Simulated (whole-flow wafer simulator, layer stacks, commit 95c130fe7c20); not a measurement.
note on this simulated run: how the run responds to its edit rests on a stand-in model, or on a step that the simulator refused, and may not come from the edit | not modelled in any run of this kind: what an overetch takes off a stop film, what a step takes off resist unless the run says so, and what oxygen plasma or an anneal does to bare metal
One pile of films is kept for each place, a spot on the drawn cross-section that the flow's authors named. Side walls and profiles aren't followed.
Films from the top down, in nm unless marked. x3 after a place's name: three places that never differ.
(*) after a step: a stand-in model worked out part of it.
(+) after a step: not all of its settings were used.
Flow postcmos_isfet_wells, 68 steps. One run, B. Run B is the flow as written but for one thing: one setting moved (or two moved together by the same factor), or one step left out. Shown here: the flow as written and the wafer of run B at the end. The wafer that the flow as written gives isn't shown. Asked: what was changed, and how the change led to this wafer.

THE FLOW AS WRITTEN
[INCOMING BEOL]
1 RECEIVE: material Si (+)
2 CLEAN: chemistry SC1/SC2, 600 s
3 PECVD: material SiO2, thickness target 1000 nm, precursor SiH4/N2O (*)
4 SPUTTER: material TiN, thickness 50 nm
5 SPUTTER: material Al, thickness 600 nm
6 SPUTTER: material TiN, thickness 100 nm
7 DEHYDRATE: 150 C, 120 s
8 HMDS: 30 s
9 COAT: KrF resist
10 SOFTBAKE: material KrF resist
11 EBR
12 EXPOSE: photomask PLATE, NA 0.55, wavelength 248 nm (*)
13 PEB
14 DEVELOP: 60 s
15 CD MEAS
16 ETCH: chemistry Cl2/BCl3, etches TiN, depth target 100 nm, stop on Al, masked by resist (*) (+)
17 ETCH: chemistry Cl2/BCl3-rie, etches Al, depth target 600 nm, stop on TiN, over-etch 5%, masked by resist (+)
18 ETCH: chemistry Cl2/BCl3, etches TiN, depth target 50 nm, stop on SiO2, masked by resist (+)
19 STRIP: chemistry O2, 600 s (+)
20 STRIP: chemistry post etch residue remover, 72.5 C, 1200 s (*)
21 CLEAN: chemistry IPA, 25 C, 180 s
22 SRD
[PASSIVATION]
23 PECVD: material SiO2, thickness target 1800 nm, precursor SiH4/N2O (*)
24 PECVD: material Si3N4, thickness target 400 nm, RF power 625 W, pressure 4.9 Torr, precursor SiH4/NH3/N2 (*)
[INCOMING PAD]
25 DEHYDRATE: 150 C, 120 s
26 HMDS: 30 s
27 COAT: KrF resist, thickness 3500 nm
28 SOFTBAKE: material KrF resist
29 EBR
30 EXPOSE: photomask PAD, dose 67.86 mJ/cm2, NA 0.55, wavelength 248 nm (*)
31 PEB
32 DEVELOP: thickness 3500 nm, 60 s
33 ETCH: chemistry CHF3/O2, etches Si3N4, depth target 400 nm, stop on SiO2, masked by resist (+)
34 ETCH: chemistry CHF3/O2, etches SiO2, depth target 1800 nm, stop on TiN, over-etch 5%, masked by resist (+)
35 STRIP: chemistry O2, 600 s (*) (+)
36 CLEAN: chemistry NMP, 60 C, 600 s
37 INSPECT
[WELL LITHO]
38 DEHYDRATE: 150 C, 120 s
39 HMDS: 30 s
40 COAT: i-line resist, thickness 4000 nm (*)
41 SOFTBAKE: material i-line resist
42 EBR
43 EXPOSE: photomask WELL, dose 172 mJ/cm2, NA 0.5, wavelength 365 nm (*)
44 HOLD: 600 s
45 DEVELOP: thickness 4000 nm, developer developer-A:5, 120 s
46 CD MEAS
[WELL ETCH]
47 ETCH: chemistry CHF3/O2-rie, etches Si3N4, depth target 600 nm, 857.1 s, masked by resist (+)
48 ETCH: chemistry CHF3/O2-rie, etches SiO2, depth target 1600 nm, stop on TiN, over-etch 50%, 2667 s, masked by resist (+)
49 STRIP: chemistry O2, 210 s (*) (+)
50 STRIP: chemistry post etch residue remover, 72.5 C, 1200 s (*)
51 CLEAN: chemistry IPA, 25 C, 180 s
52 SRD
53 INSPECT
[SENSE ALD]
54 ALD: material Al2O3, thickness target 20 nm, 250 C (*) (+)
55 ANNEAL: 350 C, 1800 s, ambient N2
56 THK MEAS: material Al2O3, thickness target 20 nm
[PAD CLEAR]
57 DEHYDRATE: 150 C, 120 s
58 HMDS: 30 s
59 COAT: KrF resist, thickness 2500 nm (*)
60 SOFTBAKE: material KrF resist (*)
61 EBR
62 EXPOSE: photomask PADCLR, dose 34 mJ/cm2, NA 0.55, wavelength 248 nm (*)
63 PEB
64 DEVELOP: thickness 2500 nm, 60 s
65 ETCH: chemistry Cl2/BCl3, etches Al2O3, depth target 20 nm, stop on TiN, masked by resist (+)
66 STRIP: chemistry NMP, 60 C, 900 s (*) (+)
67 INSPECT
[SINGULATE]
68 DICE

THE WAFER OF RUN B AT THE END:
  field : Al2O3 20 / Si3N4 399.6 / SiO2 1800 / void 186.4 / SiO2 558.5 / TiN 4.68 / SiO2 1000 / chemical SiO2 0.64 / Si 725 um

The cause: step 18, ETCH: depth target 44.9 nm was run, where the flow has depth target 50 nm.

How the change led to this, step by step:
  18 ETCH: chemistry Cl2/BCl3, etches TiN, depth target 50 nm, stop on SiO2, masked by resist (+)
      field: TiN -44.9 (as written it would be: TiN -50 (all of it))
      margin, well900, well1300 x3, pad_rim, pad_clr, pad_open: KrF resist -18 (as written it would be: KrF resist -20)
  23 PECVD: material SiO2, thickness target 1800 nm, precursor SiH4/N2O (*)
      field: SiO2 +1800 (new film), void +186.4 (new film), SiO2 +558.5 (new film) (as written it would be: SiO2 +1800 (new film), void +189.9 (new film), SiO2 +559.7)
Counting metal films that touch as one body, field has 1 body; the flow as written gives 0 bodies.
